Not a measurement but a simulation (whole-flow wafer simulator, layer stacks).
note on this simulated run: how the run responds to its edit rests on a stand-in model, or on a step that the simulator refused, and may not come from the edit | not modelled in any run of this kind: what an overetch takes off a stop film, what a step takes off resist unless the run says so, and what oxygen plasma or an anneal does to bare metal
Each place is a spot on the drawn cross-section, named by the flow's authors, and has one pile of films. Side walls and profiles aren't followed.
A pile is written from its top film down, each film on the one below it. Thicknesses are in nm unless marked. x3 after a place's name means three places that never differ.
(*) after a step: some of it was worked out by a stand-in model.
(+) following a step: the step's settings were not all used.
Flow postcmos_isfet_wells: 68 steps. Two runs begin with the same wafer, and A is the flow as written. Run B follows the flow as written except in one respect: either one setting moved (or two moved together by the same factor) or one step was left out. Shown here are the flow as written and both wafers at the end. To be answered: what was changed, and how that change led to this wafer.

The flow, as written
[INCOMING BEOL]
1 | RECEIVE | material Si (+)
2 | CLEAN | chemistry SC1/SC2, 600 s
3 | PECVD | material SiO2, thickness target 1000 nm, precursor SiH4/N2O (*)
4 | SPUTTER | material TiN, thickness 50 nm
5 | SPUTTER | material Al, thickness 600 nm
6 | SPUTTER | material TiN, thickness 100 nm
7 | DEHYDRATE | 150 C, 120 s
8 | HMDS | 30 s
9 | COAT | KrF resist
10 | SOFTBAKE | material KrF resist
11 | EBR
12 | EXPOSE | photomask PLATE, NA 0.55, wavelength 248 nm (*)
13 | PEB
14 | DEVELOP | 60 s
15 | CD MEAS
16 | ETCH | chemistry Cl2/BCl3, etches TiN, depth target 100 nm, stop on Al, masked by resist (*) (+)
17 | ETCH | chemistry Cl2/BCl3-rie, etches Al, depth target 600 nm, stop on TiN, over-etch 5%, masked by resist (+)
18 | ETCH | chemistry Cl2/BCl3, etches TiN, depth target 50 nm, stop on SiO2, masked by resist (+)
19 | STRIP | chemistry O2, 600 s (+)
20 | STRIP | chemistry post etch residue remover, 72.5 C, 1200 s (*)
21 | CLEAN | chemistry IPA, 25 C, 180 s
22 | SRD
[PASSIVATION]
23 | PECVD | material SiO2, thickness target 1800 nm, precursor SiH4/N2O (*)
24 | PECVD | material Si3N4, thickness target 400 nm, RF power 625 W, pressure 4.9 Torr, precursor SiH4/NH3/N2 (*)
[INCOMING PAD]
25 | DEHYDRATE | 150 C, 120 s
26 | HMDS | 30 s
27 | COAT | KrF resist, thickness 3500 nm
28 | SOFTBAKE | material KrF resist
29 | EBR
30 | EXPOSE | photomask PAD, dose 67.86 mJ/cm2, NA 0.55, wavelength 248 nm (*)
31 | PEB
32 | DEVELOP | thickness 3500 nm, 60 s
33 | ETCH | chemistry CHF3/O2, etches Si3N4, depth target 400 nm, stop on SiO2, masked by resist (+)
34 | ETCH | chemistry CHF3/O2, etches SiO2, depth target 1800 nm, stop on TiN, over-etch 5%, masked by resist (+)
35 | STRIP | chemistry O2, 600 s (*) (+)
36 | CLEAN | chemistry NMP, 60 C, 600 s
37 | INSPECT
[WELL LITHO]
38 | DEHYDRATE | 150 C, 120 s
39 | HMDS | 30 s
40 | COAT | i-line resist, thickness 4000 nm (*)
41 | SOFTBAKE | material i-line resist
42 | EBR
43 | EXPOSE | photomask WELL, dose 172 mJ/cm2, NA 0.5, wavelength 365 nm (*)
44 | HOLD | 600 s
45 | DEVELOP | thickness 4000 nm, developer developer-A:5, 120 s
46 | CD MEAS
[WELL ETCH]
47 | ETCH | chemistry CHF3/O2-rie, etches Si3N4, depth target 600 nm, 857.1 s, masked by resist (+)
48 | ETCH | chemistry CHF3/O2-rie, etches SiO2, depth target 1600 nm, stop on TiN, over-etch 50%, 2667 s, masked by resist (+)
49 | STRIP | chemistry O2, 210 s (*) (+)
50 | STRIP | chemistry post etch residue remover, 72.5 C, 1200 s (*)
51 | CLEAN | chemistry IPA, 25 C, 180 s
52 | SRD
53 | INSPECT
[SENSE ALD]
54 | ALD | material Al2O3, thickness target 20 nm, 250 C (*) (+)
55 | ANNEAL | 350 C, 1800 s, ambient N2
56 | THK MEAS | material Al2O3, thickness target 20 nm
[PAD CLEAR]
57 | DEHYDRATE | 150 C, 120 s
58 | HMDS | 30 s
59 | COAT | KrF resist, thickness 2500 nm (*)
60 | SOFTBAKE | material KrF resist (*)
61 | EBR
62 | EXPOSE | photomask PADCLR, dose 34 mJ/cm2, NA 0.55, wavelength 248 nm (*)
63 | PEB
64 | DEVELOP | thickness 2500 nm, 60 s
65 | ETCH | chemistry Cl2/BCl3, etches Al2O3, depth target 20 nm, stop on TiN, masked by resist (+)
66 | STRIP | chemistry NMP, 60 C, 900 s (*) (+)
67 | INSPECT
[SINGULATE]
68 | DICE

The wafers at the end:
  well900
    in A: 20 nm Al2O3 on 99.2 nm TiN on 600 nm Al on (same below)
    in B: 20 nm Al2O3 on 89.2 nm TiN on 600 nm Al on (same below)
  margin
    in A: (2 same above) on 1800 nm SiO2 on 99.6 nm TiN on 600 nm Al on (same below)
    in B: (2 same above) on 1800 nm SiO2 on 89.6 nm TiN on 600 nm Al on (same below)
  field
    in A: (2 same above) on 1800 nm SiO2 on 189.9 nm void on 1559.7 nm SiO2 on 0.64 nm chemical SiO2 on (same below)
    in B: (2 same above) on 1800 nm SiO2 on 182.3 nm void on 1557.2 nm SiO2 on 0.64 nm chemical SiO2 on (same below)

Cause: step 6, SPUTTER: thickness 90 nm was run, whereas the flow has thickness 100 nm.

The path from the change to this, step by step:
  6 | SPUTTER | material TiN, thickness 100 nm
      field, margin, well900 and 6 more: A +100 TiN (new film) | B +90 TiN (new film)
  16 | ETCH | chemistry Cl2/BCl3, etches TiN, depth target 100 nm, stop on Al, masked by resist (*) (+)
      field: A -100 TiN (all of it) | B -90 TiN (all of it)
  23 | PECVD | material SiO2, thickness target 1800 nm, precursor SiH4/N2O (*)
      field: A +1800 SiO2 (new film), +189.9 void (new film), +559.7 SiO2 | B +1800 SiO2 (new film), +182.3 void (new film), +557.2 SiO2
